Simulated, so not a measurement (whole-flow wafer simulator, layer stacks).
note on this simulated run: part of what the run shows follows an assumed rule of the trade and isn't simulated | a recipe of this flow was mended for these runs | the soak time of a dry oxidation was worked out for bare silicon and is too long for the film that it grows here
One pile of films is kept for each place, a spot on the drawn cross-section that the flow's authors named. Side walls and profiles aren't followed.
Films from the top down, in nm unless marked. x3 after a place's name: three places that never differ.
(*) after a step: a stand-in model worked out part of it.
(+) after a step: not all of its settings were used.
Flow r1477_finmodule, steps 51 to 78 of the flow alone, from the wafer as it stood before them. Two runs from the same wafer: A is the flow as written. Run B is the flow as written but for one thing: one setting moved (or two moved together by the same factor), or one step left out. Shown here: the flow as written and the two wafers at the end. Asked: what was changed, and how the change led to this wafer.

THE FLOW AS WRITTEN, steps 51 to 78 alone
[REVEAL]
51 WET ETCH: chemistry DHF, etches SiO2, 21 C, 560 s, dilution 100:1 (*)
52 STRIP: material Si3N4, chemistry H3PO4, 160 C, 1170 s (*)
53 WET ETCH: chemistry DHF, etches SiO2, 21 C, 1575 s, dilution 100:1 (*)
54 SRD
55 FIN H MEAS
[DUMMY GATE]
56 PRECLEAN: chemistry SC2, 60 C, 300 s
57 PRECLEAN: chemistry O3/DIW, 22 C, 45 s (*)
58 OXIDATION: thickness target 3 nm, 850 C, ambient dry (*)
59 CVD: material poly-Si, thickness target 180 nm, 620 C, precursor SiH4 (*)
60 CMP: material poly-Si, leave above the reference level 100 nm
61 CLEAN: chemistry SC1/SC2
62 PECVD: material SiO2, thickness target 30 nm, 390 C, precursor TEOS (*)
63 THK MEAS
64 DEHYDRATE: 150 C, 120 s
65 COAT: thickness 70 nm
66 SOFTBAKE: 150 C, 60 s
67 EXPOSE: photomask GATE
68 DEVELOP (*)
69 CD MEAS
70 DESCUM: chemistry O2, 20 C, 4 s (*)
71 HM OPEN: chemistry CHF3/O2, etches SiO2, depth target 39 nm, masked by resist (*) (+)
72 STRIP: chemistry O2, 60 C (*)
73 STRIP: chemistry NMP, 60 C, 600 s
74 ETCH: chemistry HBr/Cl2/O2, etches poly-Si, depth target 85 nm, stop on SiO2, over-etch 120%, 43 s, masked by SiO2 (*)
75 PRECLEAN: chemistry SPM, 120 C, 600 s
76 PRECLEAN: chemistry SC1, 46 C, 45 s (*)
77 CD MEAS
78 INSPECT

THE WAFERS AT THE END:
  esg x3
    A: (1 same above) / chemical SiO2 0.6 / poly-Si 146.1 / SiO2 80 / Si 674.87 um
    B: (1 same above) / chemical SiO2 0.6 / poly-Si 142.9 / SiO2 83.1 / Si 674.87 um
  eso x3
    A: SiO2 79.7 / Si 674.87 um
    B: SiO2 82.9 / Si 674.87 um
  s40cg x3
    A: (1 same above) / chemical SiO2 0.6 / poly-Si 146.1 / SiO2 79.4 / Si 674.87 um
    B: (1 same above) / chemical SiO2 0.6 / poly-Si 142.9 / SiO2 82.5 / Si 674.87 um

The cause: step 51, WET ETCH: 497 s was run, where the flow has 560 s.

How the change led to this, step by step:
  51 WET ETCH: chemistry DHF, etches SiO2, 21 C, 560 s, dilution 100:1 (*)
      esg x3, e200sg, s40cg x3, s40sg x3, eso x3, e200so, s40co x3, s40so x3: A SiO2 -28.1 | B SiO2 -25
      pad, padg: A SiO2 -30.5 | B SiO2 -27
  60 CMP: material poly-Si, leave above the reference level 100 nm
      pad, padg: A poly-Si -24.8 | B poly-Si -28.2
  74 ETCH: chemistry HBr/Cl2/O2, etches poly-Si, depth target 85 nm, stop on SiO2, over-etch 120%, 43 s, masked by SiO2 (*)
      eso x3, e200so, s40co x3, s40so x3: A chemical SiO2 -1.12 (all of it), poly-Si -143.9 (all of it), SiO2 -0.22 | B chemical SiO2 -1.12 (all of it), poly-Si -140.7 (all of it), SiO2 -0.23
      pad: A chemical SiO2 -1.12 (all of it), poly-Si -152.8 (all of it), SiO2 -0.17 | B chemical SiO2 -1.12 (all of it), poly-Si -149.4 (all of it), SiO2 -0.19
